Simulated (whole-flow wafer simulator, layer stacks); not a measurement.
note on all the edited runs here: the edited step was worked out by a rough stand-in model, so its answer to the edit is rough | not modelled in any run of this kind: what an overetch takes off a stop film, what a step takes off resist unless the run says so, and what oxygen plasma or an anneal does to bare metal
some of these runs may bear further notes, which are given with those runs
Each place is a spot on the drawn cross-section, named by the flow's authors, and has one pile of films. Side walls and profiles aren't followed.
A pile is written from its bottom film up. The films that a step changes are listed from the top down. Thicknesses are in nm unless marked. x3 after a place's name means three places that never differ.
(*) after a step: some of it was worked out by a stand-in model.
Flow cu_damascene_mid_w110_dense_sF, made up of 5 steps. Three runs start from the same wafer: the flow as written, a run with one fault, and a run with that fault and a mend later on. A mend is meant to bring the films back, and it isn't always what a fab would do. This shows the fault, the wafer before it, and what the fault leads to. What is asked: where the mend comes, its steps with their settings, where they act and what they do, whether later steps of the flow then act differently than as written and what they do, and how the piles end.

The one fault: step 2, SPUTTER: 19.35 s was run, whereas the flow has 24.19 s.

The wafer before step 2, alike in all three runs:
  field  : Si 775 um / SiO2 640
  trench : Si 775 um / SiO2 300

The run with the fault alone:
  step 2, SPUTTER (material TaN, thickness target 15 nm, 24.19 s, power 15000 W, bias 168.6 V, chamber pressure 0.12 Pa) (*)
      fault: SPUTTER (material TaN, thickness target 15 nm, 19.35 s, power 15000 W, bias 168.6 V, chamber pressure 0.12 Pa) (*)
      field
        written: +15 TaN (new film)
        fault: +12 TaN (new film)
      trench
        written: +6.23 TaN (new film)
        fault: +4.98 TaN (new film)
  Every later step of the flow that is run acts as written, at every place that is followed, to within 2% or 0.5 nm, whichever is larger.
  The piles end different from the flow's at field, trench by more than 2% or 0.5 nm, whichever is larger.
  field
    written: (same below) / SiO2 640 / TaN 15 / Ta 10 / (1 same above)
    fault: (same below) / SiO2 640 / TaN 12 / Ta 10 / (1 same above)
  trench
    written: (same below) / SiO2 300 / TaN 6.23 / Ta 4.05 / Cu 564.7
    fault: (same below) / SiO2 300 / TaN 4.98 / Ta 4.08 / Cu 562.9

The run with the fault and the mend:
  After step 2 comes the mend.
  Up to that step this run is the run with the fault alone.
  step 2a, SPUTTER (material TaN, thickness target 15 nm, 4.84 s, power 15000 W, bias 168.6 V, chamber pressure 0.12 Pa) (*) (the flow's step 2 again, with other settings)
      field
        +3 TaN
      trench
        +1.2 TaN
  Every later step of the flow that is run acts as written, at every place that is followed, to within 2% or 0.5 nm, whichever is larger.
  The piles end only slightly different from the flow's at the places that both follow, by no more than 2% or 0.5 nm, whichever is larger.
